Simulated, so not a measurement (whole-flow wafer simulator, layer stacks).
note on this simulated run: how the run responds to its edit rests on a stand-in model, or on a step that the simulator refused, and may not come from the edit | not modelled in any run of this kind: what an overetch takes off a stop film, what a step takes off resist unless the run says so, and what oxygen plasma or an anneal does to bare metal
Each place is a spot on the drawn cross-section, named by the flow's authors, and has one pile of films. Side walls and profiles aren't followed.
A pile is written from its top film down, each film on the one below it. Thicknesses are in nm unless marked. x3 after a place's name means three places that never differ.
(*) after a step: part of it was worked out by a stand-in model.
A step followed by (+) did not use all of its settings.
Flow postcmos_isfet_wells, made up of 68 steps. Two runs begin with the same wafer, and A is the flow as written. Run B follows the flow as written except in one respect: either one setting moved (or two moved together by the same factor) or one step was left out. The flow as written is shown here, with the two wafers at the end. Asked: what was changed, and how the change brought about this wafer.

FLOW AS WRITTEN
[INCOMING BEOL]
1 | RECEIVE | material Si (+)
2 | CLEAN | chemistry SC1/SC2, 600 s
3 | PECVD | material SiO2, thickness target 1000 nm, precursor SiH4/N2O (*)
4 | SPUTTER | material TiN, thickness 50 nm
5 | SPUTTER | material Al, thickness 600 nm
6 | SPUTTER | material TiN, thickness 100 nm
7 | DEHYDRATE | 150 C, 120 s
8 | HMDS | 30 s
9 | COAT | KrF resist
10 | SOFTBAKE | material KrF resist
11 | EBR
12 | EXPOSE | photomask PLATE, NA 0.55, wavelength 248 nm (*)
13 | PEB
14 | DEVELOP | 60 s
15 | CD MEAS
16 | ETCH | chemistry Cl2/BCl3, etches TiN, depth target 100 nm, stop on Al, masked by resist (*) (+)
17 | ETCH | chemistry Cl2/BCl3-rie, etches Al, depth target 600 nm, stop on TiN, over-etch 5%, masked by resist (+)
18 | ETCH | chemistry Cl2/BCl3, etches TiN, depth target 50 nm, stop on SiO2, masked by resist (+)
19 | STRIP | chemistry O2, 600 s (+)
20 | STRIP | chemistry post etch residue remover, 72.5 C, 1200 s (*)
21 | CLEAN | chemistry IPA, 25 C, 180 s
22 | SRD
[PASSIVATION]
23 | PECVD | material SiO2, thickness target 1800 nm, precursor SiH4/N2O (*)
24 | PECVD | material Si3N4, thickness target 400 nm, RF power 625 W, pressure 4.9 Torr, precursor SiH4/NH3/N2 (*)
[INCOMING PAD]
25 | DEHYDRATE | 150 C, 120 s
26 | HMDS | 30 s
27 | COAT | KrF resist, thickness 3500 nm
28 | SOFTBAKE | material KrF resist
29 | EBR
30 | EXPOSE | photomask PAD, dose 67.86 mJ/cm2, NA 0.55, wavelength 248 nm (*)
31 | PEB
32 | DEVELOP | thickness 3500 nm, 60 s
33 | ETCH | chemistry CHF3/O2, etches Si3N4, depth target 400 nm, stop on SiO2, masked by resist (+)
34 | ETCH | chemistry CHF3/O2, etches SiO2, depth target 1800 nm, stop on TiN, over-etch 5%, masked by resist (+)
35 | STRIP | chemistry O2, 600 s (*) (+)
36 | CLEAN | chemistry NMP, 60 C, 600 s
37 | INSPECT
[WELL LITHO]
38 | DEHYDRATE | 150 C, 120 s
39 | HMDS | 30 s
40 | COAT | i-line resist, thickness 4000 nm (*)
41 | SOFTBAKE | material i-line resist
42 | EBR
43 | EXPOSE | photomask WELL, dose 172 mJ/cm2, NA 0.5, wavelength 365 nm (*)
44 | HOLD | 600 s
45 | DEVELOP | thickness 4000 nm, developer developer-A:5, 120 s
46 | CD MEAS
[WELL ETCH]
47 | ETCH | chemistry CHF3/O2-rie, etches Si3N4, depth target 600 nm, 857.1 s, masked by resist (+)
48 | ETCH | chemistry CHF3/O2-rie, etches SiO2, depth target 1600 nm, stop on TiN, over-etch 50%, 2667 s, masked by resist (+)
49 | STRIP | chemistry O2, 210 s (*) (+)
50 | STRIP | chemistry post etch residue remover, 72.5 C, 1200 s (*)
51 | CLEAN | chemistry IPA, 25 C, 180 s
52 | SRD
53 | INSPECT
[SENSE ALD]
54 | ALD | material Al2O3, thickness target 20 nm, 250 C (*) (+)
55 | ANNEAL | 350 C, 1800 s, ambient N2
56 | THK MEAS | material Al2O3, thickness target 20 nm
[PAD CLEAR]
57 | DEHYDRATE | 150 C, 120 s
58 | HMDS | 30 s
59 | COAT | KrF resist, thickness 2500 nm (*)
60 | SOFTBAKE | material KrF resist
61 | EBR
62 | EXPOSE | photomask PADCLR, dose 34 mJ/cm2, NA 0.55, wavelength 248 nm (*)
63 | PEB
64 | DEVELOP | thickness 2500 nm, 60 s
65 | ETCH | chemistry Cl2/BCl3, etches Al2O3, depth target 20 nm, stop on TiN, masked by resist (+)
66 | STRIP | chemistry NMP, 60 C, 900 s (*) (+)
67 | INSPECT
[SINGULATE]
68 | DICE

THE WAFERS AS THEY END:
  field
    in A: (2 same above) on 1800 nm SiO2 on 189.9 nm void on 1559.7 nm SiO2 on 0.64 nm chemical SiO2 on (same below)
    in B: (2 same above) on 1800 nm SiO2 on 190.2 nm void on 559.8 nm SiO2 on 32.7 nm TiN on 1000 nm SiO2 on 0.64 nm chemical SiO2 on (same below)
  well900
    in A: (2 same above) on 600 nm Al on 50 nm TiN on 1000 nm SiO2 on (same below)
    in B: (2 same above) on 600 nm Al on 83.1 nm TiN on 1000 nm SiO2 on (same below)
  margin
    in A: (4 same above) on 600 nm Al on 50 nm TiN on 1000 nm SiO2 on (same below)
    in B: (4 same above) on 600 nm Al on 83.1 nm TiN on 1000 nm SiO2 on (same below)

The reason: step 4, SPUTTER: thickness 83.1 nm was run, though the flow has thickness 50 nm.
One can read it off the wafer: well900 has TiN 83.1, and step 4 as written asks for 50 nm.

How this came from the change, step by step:
  4 | SPUTTER | material TiN, thickness 50 nm
      field, margin, well900, well1300 x3, pad_rim, pad_clr, pad_open: A +50 TiN (new film) | B +83.1 TiN (new film)
  18 | ETCH | chemistry Cl2/BCl3, etches TiN, depth target 50 nm, stop on SiO2, masked by resist (+)
      field: A -50 TiN (all of it) | B -50 TiN
  23 | PECVD | material SiO2, thickness target 1800 nm, precursor SiH4/N2O (*)
      field: A +1800 SiO2 (new film), +189.9 void (new film), +559.7 SiO2 | B +1800 SiO2 (new film), +190.2 void (new film), +559.8 SiO2 (new film)
If metal films that touch count as one body, field has 1 body; the flow as written gives 0 bodies.
